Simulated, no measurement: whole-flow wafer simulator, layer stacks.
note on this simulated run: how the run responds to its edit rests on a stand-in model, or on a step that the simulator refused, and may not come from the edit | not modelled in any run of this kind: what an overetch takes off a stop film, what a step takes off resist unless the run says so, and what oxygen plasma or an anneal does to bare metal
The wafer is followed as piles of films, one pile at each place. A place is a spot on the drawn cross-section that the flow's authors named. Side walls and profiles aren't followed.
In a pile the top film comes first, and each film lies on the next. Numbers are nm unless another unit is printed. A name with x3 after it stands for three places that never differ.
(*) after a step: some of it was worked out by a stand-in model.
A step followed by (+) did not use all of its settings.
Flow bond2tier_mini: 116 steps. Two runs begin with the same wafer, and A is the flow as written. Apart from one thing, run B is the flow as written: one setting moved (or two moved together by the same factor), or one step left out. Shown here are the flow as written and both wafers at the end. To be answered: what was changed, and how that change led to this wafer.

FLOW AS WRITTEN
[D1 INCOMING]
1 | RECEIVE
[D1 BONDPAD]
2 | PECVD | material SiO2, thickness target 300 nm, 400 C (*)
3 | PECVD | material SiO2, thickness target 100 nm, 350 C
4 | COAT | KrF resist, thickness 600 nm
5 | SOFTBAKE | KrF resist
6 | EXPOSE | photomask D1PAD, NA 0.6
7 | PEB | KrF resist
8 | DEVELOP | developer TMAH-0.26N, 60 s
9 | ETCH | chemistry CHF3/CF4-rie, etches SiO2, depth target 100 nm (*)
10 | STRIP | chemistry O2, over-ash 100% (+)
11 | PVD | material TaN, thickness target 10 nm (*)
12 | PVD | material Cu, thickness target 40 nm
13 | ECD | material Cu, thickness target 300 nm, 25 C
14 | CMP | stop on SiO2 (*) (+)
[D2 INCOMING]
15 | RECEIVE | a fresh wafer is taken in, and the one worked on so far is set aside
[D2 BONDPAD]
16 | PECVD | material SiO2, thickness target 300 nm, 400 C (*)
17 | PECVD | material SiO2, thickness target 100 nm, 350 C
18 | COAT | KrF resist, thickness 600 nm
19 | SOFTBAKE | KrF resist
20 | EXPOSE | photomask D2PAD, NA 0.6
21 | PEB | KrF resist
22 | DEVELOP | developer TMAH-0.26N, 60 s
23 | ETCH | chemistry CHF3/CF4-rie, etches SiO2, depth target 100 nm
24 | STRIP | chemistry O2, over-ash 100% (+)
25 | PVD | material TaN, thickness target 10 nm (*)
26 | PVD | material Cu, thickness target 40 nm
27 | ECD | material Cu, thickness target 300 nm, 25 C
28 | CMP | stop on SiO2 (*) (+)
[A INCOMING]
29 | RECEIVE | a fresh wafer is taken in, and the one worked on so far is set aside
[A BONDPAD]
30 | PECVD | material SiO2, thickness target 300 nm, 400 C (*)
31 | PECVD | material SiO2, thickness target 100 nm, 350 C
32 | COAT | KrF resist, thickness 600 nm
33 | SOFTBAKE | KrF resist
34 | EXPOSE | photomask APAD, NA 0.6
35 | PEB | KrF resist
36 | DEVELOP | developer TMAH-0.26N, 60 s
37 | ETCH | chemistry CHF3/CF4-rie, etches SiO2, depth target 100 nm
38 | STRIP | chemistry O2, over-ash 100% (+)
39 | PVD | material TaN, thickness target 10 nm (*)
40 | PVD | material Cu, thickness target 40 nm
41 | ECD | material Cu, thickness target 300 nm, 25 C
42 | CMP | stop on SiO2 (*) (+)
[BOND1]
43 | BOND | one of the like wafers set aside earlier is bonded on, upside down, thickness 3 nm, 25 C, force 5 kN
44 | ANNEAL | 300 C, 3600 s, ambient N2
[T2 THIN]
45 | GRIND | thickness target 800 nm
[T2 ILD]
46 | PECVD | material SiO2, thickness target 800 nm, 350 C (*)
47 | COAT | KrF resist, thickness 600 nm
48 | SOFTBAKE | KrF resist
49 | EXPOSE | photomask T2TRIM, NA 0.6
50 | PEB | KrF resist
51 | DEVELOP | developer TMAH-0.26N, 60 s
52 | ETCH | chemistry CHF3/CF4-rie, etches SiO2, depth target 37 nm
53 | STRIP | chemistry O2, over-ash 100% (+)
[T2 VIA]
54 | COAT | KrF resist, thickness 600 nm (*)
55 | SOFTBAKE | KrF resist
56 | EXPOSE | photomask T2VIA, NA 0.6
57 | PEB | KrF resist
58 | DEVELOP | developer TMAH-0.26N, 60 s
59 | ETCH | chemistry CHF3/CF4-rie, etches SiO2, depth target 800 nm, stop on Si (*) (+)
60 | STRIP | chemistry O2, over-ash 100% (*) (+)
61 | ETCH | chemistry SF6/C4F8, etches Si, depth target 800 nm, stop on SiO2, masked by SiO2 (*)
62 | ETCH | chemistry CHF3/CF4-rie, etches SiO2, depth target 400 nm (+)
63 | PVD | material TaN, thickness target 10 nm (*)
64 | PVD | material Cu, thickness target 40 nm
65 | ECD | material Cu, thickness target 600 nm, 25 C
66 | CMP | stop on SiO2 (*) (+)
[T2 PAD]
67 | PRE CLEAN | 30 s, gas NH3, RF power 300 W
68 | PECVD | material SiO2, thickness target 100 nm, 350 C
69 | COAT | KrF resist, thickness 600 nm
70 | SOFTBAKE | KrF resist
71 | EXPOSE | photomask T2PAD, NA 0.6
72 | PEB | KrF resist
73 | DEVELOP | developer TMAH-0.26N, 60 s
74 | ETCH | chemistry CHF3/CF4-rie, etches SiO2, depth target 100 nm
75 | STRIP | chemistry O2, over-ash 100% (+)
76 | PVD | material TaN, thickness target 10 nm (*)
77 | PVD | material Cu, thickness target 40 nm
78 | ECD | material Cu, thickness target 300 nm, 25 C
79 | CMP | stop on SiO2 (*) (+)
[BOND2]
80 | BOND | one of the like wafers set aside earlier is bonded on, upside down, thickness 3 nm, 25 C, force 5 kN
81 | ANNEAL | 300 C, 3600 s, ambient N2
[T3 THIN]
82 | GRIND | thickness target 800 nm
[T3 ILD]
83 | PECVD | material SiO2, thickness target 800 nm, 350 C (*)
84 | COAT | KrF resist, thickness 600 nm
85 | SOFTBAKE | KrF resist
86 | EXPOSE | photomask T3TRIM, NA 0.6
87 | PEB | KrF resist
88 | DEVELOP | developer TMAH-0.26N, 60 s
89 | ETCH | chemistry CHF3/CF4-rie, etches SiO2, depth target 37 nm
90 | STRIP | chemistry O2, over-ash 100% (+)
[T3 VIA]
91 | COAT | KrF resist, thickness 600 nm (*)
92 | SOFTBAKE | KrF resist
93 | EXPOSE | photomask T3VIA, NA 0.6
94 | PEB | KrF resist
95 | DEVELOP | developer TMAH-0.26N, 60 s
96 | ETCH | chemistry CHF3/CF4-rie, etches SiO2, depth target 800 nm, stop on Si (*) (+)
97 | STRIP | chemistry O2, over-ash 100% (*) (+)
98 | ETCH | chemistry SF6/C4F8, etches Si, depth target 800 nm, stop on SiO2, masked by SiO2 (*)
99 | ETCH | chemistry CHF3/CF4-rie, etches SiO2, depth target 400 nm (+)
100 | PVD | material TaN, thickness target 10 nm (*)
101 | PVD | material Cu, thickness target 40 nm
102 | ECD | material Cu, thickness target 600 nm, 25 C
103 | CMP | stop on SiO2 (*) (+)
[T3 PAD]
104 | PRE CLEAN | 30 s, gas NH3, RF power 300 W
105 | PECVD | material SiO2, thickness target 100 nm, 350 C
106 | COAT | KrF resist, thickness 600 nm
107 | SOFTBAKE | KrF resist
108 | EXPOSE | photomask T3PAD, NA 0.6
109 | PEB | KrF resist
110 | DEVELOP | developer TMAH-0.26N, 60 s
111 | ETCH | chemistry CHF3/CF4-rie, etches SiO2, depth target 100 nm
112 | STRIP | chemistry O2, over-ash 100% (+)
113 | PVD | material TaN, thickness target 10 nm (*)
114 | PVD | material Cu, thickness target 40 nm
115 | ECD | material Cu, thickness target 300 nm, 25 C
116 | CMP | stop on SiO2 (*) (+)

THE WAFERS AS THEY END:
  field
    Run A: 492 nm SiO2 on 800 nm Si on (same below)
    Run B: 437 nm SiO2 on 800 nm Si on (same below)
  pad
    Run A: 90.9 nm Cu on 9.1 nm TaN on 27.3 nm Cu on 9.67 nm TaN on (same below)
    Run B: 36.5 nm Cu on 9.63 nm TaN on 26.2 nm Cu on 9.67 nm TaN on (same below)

The reason: step 105, PECVD: thickness target 45 nm was run, though the flow has thickness target 100 nm.

The path from the change to this, step by step:
  105 | PECVD | material SiO2, thickness target 100 nm, 350 C
      field: A +100 SiO2 | B +45 SiO2
      pad: A +100 SiO2 (new film) | B +45 SiO2 (new film)
  111 | ETCH | chemistry CHF3/CF4-rie, etches SiO2, depth target 100 nm
      pad: A -100 SiO2 (all of it) | B -45 SiO2 (all of it), -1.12 Cu
      field: A -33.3 KrF resist | B -22.5 KrF resist
  113 | PVD | material TaN, thickness target 10 nm (*)
      pad: A +9.1 TaN (new film) | B +9.63 TaN (new film)
  114 | PVD | material Cu, thickness target 40 nm
      pad: A +36.4 Cu (new film) | B +38.3 Cu (new film)
  115 | ECD | material Cu, thickness target 300 nm, 25 C
      pad: A +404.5 Cu | B +348.2 Cu
